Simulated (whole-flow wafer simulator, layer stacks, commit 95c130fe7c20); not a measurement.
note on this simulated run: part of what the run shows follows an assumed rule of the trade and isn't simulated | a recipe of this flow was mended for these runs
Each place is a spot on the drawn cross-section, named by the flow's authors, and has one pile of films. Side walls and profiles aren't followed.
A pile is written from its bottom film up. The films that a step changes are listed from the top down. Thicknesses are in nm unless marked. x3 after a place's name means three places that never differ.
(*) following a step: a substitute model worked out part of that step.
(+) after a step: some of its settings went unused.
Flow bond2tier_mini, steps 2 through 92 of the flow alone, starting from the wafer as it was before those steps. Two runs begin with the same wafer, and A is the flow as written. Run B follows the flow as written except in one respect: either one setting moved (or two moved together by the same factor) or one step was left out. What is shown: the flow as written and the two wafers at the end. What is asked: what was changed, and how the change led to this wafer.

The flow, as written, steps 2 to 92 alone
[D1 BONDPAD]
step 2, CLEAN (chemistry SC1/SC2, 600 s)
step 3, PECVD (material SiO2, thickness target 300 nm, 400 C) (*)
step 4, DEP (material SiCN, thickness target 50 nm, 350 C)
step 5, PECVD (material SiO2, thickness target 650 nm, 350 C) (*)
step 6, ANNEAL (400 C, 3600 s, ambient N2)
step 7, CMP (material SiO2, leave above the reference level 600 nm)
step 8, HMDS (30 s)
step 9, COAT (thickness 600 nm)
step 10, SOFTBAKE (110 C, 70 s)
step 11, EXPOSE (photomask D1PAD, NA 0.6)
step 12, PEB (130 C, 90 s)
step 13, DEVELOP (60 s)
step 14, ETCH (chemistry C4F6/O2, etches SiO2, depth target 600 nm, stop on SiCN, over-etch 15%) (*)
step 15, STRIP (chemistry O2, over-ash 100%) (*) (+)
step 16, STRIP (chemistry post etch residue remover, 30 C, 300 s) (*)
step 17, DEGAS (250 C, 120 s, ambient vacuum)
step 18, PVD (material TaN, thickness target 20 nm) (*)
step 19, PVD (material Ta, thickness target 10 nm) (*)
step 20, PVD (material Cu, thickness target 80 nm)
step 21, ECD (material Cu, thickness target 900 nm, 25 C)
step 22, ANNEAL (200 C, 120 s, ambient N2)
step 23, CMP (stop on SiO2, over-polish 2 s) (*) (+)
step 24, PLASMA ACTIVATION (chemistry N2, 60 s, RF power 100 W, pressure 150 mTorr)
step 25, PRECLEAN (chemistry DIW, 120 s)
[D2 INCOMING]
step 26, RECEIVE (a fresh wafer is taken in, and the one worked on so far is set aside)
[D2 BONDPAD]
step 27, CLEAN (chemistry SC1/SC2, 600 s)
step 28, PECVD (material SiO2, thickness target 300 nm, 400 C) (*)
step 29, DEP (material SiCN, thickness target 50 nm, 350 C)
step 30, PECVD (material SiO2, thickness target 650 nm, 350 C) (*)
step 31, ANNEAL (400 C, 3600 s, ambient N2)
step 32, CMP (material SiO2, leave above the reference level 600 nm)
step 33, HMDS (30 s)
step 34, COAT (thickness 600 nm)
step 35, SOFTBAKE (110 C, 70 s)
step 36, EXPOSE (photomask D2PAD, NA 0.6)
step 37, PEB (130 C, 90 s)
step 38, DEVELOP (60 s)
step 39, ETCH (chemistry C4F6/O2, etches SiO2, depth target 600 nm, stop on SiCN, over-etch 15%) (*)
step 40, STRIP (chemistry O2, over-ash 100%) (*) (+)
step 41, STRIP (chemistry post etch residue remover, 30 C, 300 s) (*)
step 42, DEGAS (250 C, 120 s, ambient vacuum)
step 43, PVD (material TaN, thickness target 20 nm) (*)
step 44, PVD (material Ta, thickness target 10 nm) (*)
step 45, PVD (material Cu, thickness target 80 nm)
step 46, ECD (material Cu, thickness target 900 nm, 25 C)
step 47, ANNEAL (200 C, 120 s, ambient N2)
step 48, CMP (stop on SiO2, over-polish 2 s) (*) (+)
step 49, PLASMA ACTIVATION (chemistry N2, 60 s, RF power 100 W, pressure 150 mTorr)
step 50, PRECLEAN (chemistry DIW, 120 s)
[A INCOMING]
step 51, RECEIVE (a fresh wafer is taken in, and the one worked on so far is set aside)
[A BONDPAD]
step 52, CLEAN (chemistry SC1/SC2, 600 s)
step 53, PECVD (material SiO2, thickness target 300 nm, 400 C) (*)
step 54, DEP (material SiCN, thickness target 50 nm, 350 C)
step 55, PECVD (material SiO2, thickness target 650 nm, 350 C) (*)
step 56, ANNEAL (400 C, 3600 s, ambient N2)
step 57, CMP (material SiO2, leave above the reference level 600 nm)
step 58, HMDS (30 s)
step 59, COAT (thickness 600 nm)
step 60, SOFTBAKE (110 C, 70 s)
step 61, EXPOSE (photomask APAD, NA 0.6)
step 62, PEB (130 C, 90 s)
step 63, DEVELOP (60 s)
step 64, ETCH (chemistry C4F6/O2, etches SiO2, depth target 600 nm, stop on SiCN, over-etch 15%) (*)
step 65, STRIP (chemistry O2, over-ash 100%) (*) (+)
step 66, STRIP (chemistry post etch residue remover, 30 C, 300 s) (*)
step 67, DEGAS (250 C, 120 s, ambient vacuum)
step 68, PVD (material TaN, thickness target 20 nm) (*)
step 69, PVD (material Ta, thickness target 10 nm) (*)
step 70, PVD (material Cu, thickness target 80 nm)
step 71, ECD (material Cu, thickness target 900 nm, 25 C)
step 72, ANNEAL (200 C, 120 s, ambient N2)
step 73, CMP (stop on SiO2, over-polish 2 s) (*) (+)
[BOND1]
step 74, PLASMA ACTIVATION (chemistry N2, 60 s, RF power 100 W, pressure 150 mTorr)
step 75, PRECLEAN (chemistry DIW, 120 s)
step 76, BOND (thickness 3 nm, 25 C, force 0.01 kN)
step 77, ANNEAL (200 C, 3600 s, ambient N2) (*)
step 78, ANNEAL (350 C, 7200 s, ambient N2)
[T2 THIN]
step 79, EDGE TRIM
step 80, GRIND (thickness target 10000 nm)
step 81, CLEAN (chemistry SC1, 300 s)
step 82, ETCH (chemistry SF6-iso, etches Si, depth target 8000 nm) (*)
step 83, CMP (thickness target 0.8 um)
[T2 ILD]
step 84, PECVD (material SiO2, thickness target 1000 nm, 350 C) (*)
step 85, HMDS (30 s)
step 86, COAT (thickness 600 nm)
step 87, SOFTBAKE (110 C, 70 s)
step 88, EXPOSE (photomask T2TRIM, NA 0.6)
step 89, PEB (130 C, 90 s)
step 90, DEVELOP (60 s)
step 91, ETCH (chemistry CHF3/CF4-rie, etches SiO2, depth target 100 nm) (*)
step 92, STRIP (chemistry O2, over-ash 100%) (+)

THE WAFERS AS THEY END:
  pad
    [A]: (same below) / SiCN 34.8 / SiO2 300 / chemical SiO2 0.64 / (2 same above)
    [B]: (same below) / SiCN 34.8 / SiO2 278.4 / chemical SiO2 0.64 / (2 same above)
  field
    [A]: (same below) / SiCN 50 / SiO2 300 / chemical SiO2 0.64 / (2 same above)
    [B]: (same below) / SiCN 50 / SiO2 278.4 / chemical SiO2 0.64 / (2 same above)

The reason: step 3, PECVD: thickness target 278.4 nm was run, whereas the flow has thickness target 300 nm.
One can read it off the wafer: pad has SiO2 278.4, and step 3 as written asks for 300 nm.

The path from the change to this, step by step:
  step 3, PECVD (material SiO2, thickness target 300 nm, 400 C) (*)
      field, pad, via: A SiO2 gains 300 (new film) | B SiO2 gains 278.4 (new film)
  step 76, BOND (thickness 3 nm, 25 C, force 0.01 kN)
      field: A Si gains 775 um (new film), chemical SiO2 gains 0.64 (new film), SiO2 gains 300 (new film), SiCN gains 50 (new film), SiO2 gains 600 | B Si gains 775 um (new film), chemical SiO2 gains 0.64 (new film), SiO2 gains 278.4 (new film), SiCN gains 50 (new film), SiO2 gains 600
      pad: A Si gains 775 um (new film), chemical SiO2 gains 0.64 (new film), SiO2 gains 300 (new film), SiCN gains 34.8 (new film), TaN gains 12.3 (new film), Ta gains 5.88 (new film), Cu gains 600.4 | B Si gains 775 um (new film), chemical SiO2 gains 0.64 (new film), SiO2 gains 278.4 (new film), SiCN gains 34.8 (new film), TaN gains 12.3 (new film), Ta gains 5.88 (new film), Cu gains 600.4
      (and at 1 other place as well)
